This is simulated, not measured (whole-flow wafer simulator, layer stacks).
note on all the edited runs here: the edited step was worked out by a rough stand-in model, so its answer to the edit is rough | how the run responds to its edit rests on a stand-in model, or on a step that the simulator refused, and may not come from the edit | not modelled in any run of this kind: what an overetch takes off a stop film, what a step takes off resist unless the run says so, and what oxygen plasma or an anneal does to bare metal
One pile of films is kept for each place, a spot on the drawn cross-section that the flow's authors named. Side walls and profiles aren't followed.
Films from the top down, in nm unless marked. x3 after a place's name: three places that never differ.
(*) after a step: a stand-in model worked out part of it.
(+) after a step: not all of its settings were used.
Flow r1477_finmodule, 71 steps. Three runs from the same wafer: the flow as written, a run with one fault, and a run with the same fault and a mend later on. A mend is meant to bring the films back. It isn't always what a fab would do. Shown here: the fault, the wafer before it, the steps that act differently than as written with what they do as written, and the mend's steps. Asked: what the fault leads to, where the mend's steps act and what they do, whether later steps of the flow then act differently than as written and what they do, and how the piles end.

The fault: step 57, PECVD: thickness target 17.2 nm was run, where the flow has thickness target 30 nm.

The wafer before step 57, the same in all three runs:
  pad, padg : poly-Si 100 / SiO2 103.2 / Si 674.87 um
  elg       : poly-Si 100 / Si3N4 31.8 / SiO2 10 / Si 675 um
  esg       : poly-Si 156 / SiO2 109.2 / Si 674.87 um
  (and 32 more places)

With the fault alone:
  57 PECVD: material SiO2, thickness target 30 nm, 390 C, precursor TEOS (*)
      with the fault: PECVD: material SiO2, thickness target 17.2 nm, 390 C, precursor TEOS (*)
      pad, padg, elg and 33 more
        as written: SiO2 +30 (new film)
        with the fault: SiO2 +17.2 (new film)
  Later steps of the flow that act differently than as written (3 more steps differ only slightly, by at most 2% or 0.5 nm, whichever is larger, and aren't shown):
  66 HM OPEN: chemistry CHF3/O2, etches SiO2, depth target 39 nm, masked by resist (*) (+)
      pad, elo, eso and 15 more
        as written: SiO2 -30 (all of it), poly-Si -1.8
        with the fault: SiO2 -17.2 (all of it), poly-Si -1.72
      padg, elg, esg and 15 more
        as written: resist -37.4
        with the fault: resist -24.7
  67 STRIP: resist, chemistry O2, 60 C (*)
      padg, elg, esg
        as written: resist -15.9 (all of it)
        with the fault: resist -28.5 (all of it)
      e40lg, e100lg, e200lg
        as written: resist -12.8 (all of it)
        with the fault: resist -25.4 (all of it)
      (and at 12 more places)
  At the end the piles differ from the flow's by more than 2% or 0.5 nm, whichever is larger, at padg, elg, esg and 15 more.
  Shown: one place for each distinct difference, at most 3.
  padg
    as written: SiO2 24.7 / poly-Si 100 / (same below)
    with the fault: SiO2 11.9 / poly-Si 100 / (same below)
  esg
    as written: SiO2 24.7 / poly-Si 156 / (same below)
    with the fault: SiO2 11.9 / poly-Si 156 / (same below)
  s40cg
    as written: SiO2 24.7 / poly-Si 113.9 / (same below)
    with the fault: SiO2 11.9 / poly-Si 113.9 / (same below)

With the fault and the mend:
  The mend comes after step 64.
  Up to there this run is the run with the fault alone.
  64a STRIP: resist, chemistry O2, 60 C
      padg, elg, esg
        resist -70 (all of it)
      e40lg, e100lg, e200lg
        resist -66.9 (all of it)
      s40sg, s45sg
        resist -91 (all of it)
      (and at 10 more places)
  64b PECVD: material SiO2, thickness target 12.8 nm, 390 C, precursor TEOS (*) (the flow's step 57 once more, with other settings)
      pad, padg, elg and 33 more
        SiO2 +12.8
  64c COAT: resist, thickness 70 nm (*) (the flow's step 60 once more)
      e40lg, e100lg, e200lg, elo, e40lo, e100lo, e200lo
        resist +66.9 (new film)
      pad, padg, elg, esg
        resist +70 (new film)
      s40sg, s45sg, s40so, s45so
        resist +91 (new film)
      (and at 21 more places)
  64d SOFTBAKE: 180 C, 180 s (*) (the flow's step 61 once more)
      changes no film at any place that is followed
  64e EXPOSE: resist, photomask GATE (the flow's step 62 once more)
      changes no film at any place that is followed
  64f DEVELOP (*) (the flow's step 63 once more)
      elo, e40lo, e100lo, e200lo
        resist -66.9 (all of it)
      eso, e40so
        resist -129.5 (all of it)
      s40so, s45so
        resist -91 (all of it)
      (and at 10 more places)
  No later step of the flow acts differently than as written at any place that is followed.
  At the end the piles are the same as the flow's at every place that both follow.
